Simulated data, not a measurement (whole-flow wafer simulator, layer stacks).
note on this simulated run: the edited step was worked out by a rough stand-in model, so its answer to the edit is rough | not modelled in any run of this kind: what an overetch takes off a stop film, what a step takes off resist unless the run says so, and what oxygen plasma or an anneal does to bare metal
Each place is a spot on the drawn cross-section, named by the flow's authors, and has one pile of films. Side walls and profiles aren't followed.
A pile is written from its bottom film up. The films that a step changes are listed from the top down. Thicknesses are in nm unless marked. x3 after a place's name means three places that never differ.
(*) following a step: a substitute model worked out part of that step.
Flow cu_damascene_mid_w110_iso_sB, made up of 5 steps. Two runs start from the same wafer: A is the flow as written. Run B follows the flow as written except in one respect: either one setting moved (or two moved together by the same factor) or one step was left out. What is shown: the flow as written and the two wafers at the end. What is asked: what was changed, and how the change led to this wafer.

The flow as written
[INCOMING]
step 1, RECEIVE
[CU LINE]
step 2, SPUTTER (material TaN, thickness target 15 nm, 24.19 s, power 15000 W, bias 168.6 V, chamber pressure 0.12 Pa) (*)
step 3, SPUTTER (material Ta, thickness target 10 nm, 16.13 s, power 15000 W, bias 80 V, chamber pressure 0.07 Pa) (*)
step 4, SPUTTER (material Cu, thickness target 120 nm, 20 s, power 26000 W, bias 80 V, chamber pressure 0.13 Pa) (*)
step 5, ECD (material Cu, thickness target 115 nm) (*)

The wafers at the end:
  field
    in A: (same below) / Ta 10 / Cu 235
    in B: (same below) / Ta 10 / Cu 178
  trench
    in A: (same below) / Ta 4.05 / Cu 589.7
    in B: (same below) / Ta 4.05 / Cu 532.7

What caused this: step 4, SPUTTER: thickness target 63 nm was run, though the flow has thickness target 120 nm; step 4, SPUTTER: 10.5 s was run, where the flow has 20 s.

Step by step, how the change led to this:
  step 4, SPUTTER (material Cu, thickness target 120 nm, 20 s, power 26000 W, bias 80 V, chamber pressure 0.13 Pa) (*)
      field: A Cu gains 120 (new film) | B Cu gains 63 (new film)
      trench: A Cu gains 49.9 (new film) | B Cu gains 26.2 (new film)
  step 5, ECD (material Cu, thickness target 115 nm) (*)
      trench: A Cu gains 539.8 | B Cu gains 506.5
